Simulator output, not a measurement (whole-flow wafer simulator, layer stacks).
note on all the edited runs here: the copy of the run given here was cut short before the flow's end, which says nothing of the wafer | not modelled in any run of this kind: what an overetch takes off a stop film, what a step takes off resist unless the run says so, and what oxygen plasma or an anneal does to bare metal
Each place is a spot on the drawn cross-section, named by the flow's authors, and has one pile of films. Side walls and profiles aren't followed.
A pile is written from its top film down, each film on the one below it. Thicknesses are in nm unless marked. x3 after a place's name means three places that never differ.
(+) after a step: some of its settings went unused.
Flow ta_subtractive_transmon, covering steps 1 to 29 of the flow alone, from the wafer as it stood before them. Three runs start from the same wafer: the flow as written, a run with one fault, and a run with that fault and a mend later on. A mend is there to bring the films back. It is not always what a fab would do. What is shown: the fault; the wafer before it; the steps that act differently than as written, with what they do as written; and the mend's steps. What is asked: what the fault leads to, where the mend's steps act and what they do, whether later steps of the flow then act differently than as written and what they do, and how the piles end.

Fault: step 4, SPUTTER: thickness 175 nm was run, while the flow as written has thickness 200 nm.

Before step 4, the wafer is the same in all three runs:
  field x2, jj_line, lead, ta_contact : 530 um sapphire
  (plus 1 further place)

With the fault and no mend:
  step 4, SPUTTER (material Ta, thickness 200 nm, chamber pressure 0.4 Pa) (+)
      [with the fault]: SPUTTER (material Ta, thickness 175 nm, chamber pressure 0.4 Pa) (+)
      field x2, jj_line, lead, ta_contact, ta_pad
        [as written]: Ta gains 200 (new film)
        [with the fault]: Ta gains 175 (new film)
  Steps later in the flow that act otherwise than as written (not shown: 3 more steps that differ only slightly, by at most 2% or 0.5 nm, whichever is larger):
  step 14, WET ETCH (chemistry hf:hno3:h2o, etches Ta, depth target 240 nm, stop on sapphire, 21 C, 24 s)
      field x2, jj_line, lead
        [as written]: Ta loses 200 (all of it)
        [with the fault]: Ta loses 175 (all of it)
  At ta_contact, ta_pad, the piles at the end differ from the flow's by more than 2% or 0.5 nm, whichever is larger.
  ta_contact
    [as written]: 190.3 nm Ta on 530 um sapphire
    [with the fault]: 165.3 nm Ta on 530 um sapphire
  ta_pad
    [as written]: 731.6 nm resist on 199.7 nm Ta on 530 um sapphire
    [with the fault]: 735.4 nm resist on 174.7 nm Ta on 530 um sapphire

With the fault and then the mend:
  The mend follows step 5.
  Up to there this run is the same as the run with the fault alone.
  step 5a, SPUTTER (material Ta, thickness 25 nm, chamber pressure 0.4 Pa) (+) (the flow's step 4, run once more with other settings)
      field x2, jj_line, lead, ta_contact, ta_pad
        Ta gains 25
  None of the later steps of the flow acts differently than as written at any place that is followed.
  At every place that both follow, the piles at the end match the flow's.
